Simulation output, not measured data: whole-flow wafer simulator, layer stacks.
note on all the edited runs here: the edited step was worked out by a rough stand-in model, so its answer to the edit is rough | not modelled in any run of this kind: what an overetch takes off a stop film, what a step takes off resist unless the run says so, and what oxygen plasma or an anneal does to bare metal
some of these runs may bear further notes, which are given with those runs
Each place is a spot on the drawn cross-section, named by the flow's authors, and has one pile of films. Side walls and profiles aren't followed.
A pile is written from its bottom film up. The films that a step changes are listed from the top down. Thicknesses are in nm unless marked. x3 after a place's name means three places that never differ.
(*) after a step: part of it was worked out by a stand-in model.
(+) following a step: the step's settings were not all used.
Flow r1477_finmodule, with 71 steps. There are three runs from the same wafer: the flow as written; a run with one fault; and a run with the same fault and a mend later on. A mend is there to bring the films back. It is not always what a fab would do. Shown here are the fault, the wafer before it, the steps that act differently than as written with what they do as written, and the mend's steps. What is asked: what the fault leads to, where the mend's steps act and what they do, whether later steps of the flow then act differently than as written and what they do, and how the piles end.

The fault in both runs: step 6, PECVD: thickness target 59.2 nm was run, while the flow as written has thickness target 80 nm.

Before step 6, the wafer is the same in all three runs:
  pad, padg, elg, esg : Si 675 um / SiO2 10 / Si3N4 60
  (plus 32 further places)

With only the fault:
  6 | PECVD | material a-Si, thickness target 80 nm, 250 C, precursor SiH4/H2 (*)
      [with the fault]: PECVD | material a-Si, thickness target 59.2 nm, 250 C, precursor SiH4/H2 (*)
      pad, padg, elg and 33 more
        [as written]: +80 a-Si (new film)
        [with the fault]: +59.2 a-Si (new film)
  Steps later in the flow that act otherwise than as written (3 more steps, not shown, differ only slightly: by at most 2% or 0.5 nm, whichever is larger):
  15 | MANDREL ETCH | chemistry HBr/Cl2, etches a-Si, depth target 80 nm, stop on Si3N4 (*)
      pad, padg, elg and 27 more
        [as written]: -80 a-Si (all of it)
        [with the fault]: -59.2 a-Si (all of it)
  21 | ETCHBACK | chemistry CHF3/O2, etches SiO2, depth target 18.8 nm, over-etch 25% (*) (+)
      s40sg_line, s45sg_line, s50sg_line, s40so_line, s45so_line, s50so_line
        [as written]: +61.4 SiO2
        [with the fault]: +40.6 SiO2
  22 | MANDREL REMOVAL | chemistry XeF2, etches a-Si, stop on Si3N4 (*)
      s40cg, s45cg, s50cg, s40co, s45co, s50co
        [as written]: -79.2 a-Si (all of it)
        [with the fault]: -58.4 a-Si (all of it)
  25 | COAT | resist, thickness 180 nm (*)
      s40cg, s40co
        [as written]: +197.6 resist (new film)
        [with the fault]: +192.4 resist (new film)
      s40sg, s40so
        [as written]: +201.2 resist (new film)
        [with the fault]: +196 resist (new film)
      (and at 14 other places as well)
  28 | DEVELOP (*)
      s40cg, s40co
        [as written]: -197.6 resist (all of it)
        [with the fault]: -192.4 resist (all of it)
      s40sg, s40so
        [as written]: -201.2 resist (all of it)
        [with the fault]: -196 resist (all of it)
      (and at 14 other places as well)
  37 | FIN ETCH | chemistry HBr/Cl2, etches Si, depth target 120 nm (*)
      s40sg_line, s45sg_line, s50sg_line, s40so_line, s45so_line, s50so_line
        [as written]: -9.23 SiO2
        [with the fault]: -2.6 SiO2 (all of it), -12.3 Si3N4
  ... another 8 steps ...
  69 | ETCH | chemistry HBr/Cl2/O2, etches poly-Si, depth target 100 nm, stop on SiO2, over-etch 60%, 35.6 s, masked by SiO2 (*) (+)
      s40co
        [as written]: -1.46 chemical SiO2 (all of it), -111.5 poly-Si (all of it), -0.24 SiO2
        [with the fault]: -1.5 chemical SiO2 (all of it), -125.8 poly-Si (all of it), -0.17 SiO2
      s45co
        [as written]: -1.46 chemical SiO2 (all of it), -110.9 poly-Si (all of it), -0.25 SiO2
        [with the fault]: -1.5 chemical SiO2 (all of it), -125.8 poly-Si (all of it), -0.17 SiO2
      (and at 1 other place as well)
  At pad, padg, elg and 27 more, the piles at the end differ from the flow's by more than 2% or 0.5 nm, whichever is larger.
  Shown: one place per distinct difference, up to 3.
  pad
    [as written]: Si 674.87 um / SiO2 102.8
    [with the fault]: Si 674.87 um / SiO2 90.5
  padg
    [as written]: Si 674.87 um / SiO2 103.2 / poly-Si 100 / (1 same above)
    [with the fault]: Si 674.87 um / SiO2 91 / poly-Si 100 / (1 same above)
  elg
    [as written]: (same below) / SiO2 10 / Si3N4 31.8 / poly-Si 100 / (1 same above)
    [with the fault]: (same below) / SiO2 10 / Si3N4 30.8 / poly-Si 100 / (1 same above)

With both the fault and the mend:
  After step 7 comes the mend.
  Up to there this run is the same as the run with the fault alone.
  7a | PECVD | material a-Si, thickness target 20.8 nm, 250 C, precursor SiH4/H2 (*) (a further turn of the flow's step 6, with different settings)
      pad, padg, elg and 33 more
        +20.8 a-Si
  Later steps of the flow that are run all act as written at every place that is followed.
  By the end, the piles equal the flow's at every place that both follow.
